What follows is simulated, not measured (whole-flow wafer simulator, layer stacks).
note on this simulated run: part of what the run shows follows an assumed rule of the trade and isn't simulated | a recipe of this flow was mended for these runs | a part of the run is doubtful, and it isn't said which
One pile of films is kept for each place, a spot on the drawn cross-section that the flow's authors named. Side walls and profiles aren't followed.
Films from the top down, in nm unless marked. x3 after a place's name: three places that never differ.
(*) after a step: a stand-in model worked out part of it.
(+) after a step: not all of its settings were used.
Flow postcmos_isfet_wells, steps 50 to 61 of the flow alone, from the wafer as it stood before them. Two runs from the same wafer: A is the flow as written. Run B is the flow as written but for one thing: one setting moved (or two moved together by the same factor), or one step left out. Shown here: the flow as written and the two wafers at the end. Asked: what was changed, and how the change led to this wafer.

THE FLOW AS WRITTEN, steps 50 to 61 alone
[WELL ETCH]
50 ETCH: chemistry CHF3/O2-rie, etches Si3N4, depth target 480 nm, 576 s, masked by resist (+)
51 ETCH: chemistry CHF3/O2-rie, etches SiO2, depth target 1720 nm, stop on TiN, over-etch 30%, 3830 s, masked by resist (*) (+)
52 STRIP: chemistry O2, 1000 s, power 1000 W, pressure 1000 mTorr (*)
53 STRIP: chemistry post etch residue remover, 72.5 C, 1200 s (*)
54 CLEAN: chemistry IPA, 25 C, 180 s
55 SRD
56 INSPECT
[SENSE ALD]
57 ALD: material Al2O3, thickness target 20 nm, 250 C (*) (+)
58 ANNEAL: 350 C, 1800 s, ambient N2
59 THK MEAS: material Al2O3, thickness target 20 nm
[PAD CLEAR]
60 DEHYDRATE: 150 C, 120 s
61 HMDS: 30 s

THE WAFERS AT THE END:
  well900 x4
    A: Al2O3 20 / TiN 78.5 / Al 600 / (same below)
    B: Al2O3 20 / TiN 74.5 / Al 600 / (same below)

The cause: step 50, ETCH: depth target 264 nm was run, where the flow has depth target 480 nm; step 50, ETCH: 317 s was run, where the flow has 576 s.

How the change led to this, step by step:
  50 ETCH: chemistry CHF3/O2-rie, etches Si3N4, depth target 480 nm, 576 s, masked by resist (+)
      well900 x4: A Si3N4 -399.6 (all of it), SiO2 -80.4 | B Si3N4 -145.3
      field, margin x2, pad_clr, pad_open: A thick-g/i-line-resist -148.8 | B thick-g/i-line-resist -81.9
  51 ETCH: chemistry CHF3/O2-rie, etches SiO2, depth target 1720 nm, stop on TiN, over-etch 30%, 3830 s, masked by resist (*) (+)
      well900 x4: A SiO2 -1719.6 (all of it), TiN -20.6 | B Si3N4 -254.3 (all of it), SiO2 -1800 (all of it), TiN -24.7
  52 STRIP: chemistry O2, 1000 s, power 1000 W, pressure 1000 mTorr (*)
      field, margin x2: A thick-g/i-line-resist -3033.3 (all of it) | B thick-g/i-line-resist -3100.2 (all of it)
      pad_clr: A thick-g/i-line-resist -2159.6 (all of it) | B thick-g/i-line-resist -2226.5 (all of it)
